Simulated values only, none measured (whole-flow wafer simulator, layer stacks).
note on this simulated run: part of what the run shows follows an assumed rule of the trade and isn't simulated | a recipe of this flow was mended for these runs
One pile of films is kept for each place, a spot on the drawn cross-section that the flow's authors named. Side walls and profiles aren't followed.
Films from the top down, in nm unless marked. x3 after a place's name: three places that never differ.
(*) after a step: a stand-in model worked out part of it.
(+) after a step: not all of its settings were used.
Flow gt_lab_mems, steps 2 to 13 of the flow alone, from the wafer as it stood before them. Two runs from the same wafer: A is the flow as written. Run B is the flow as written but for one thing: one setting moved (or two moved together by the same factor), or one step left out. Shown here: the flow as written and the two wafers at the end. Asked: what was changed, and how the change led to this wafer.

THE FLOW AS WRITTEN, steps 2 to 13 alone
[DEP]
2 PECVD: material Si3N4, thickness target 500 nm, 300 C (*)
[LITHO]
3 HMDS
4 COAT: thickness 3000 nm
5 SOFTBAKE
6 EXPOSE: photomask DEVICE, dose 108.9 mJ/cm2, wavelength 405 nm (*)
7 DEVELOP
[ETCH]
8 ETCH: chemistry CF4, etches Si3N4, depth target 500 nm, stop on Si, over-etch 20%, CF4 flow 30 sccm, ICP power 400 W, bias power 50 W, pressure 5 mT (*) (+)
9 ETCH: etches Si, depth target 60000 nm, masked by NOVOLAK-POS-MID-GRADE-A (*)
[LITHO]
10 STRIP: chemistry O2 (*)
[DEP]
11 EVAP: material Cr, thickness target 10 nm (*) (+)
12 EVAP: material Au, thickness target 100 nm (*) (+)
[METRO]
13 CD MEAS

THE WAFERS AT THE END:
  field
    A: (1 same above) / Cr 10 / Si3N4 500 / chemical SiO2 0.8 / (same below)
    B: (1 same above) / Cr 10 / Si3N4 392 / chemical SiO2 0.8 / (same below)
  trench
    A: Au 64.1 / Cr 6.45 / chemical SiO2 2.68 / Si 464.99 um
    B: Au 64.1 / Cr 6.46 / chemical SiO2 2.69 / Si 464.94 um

The cause: step 2, PECVD: thickness target 392 nm was run, where the flow has thickness target 500 nm.
It can be read off the wafer: field has Si3N4 392, and step 2 as written asks for 500 nm.

How the change led to this, step by step:
  2 PECVD: material Si3N4, thickness target 500 nm, 300 C (*)
      field, trench: A Si3N4 +500 (new film) | B Si3N4 +392 (new film)
  8 ETCH: chemistry CF4, etches Si3N4, depth target 500 nm, stop on Si, over-etch 20%, CF4 flow 30 sccm, ICP power 400 W, bias power 50 W, pressure 5 mT (*) (+)
      field: A g/i-line-resist -400 | B g/i-line-resist -314.2
      trench: A Si3N4 -500 (all of it), chemical SiO2 -0.8 (all of it), Si -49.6 | B Si3N4 -392 (all of it), chemical SiO2 -0.8 (all of it), Si -103.6
  10 STRIP: chemistry O2 (*)
      field: A g/i-line-resist -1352 (all of it) | B g/i-line-resist -1437.7 (all of it)
